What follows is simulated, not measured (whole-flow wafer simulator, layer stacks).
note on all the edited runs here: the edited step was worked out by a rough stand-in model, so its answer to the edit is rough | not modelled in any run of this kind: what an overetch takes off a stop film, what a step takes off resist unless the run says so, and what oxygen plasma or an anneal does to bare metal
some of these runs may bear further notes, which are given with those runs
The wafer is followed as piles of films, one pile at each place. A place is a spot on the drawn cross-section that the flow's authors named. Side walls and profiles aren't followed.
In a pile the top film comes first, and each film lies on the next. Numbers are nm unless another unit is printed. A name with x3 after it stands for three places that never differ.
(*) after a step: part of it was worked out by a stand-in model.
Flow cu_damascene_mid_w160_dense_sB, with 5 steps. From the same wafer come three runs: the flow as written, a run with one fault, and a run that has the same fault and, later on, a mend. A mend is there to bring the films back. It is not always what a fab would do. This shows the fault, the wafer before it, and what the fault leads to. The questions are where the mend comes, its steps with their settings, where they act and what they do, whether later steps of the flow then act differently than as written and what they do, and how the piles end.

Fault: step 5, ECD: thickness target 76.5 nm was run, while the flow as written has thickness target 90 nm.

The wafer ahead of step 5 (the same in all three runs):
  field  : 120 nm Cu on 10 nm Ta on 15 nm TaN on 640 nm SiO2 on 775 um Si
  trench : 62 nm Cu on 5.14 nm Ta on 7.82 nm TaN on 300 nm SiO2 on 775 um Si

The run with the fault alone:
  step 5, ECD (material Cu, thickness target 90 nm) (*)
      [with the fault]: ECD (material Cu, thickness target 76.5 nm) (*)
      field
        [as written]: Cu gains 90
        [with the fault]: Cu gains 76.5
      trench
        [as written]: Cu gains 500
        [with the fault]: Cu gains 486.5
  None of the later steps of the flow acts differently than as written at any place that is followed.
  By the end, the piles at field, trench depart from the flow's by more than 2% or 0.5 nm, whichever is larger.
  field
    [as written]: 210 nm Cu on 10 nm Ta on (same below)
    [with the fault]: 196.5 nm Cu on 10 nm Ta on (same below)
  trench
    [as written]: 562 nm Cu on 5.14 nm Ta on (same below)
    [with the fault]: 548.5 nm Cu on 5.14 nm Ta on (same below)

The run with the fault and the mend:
  After step 5 comes the mend.
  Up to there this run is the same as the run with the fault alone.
  step 5a, ECD (material Cu, thickness target 13.5 nm) (the flow's step 5, run once more with other settings)
      field, trench
        Cu gains 13.5
  None of the later steps of the flow acts differently than as written at any place that is followed.
  The piles end the same as the flow's at every place that both follow.
